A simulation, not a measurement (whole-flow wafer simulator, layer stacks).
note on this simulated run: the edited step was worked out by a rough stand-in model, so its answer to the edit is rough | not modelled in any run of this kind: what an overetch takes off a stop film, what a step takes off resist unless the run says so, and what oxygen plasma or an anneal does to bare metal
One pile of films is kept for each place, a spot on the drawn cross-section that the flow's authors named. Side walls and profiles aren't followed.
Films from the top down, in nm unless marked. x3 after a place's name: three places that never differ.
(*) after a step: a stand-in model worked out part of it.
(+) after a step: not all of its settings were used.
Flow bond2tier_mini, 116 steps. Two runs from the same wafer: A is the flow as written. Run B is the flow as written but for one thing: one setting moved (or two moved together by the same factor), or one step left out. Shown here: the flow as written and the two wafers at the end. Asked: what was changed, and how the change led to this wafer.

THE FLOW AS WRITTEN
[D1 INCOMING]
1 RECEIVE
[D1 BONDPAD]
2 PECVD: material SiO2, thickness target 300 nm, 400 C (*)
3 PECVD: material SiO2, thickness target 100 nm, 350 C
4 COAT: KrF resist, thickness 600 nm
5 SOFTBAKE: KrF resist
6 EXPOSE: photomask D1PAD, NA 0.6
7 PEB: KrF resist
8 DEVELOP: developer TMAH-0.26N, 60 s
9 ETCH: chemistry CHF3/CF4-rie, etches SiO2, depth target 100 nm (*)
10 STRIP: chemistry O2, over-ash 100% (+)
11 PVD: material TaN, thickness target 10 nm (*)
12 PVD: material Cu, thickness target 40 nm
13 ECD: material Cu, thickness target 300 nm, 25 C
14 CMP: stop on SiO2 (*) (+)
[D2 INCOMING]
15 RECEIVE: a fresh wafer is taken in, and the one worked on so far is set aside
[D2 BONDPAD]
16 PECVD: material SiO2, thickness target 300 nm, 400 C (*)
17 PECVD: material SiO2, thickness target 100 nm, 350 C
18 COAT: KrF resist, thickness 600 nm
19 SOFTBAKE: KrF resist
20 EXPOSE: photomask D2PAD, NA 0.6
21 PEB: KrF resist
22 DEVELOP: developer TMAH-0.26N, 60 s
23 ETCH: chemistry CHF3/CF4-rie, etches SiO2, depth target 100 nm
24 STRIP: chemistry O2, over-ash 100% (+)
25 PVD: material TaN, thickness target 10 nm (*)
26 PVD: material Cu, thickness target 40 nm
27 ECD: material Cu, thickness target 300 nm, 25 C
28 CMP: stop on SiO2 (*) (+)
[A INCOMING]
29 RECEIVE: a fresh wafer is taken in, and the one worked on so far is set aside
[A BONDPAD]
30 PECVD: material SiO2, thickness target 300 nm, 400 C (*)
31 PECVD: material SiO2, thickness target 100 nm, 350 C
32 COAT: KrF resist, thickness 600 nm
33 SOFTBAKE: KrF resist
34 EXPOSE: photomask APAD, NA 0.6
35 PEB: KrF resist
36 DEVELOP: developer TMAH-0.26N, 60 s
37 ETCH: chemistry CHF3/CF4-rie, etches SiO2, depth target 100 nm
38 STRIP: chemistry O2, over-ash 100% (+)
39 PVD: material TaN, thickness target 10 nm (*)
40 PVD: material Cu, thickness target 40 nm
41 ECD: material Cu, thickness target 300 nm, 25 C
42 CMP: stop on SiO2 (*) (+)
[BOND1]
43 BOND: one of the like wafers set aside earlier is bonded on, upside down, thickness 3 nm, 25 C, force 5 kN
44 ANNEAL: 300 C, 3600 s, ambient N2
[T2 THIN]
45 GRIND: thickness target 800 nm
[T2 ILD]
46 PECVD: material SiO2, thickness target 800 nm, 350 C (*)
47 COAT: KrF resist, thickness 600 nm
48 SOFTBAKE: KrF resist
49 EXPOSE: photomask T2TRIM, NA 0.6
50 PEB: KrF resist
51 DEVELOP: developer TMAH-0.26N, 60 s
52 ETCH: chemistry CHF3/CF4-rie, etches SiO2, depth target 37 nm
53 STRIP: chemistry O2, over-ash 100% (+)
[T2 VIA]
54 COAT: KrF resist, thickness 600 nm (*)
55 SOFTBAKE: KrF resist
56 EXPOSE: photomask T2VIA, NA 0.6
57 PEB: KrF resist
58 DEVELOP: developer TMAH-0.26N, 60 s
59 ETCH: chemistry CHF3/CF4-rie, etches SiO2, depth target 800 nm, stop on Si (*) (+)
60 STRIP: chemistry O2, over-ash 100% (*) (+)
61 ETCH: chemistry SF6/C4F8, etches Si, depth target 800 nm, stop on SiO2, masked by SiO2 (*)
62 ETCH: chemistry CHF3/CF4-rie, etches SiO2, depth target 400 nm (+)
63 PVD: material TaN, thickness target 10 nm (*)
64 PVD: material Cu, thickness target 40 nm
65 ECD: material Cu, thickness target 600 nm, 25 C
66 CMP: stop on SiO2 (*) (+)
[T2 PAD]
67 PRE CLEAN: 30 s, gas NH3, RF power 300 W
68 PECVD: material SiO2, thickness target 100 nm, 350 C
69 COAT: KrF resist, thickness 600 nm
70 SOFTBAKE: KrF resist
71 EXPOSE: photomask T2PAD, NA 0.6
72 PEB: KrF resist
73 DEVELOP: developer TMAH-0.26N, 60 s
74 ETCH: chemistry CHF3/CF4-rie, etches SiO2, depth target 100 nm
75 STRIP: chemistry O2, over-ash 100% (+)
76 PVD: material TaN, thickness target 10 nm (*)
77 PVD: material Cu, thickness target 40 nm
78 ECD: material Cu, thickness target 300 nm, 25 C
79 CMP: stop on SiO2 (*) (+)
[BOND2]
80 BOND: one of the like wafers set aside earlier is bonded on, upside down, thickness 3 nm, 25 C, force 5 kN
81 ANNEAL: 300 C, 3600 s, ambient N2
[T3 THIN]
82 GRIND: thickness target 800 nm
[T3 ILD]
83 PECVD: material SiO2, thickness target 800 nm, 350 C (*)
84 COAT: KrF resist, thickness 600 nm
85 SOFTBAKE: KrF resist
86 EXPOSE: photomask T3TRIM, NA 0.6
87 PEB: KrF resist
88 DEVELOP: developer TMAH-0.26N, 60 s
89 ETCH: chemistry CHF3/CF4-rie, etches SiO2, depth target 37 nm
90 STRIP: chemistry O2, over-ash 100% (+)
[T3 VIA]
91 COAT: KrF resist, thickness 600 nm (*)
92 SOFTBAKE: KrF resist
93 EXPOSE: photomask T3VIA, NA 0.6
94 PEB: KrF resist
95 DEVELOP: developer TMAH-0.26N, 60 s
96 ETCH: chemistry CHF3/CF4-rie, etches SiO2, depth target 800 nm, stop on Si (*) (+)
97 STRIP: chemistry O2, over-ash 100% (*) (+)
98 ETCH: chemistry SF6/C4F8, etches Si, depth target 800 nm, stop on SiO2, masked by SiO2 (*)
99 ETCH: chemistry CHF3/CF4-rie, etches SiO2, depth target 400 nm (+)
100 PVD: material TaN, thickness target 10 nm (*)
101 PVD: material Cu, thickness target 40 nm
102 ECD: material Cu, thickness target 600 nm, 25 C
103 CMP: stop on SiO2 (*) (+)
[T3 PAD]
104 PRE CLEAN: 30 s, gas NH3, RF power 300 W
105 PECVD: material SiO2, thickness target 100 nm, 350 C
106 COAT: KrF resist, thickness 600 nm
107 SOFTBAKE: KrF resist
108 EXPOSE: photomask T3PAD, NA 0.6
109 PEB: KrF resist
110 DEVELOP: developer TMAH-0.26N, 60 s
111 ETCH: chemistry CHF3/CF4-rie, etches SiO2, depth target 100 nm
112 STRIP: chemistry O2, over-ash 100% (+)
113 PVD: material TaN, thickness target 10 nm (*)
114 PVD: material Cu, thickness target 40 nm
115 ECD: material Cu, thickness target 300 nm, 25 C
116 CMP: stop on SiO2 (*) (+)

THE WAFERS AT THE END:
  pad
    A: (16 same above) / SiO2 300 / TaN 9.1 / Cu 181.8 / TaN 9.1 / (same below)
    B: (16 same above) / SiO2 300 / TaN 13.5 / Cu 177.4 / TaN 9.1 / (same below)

The cause: step 11, PVD: thickness target 14.8 nm was run, where the flow has thickness target 10 nm.

How the change led to this, step by step:
  11 PVD: material TaN, thickness target 10 nm (*)
      field: A TaN +10 (new film) | B TaN +14.8 (new film)
      pad: A TaN +9.1 (new film) | B TaN +13.5 (new film)
      (and at 1 more place)
  14 CMP: stop on SiO2 (*) (+)
      field: A Cu -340 (all of it), TaN -10 (all of it) | B Cu -340 (all of it), TaN -14.8 (all of it)
  43 BOND: one of the like wafers set aside earlier is bonded on, upside down, thickness 3 nm, 25 C, force 5 kN
      pad: A Si +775 um (new film), chemical SiO2 +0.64 (new film), SiO2 +300 (new film), TaN +9.1 (new film), Cu +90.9 | B Si +775 um (new film), chemical SiO2 +0.64 (new film), SiO2 +300 (new film), TaN +13.5 (new film), Cu +86.5
      via: A Si +775 um (new film), chemical SiO2 +0.64 (new film), SiO2 +300 (new film), TaN +9.97 (new film), Cu +90 | B Si +775 um (new film), chemical SiO2 +0.64 (new film), SiO2 +300 (new film), TaN +14.8 (new film), Cu +85.2
